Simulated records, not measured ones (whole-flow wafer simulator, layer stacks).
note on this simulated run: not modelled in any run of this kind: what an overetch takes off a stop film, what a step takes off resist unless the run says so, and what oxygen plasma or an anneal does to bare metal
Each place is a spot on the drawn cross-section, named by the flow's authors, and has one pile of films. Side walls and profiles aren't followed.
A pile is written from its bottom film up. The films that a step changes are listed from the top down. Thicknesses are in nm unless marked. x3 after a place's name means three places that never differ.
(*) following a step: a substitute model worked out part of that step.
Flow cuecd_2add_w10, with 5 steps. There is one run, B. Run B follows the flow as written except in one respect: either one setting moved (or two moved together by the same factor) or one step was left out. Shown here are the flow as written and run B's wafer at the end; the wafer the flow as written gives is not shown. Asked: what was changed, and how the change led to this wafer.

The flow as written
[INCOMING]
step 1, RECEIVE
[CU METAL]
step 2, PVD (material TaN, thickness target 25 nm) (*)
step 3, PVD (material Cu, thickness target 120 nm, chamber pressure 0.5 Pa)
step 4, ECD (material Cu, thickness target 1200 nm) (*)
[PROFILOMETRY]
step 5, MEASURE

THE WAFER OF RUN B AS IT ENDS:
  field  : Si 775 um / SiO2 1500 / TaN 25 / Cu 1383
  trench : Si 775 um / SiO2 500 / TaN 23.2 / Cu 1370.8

What caused this: step 3, PVD: thickness target 183 nm was run, while the flow as written has thickness target 120 nm.

How this came from the change, step by step:
  step 3, PVD (material Cu, thickness target 120 nm, chamber pressure 0.5 Pa)
      field: +183 Cu (new film) (as written it would have been: +120 Cu (new film))
      trench: +170.8 Cu (new film) (as written it would have been: +111.8 Cu (new film))
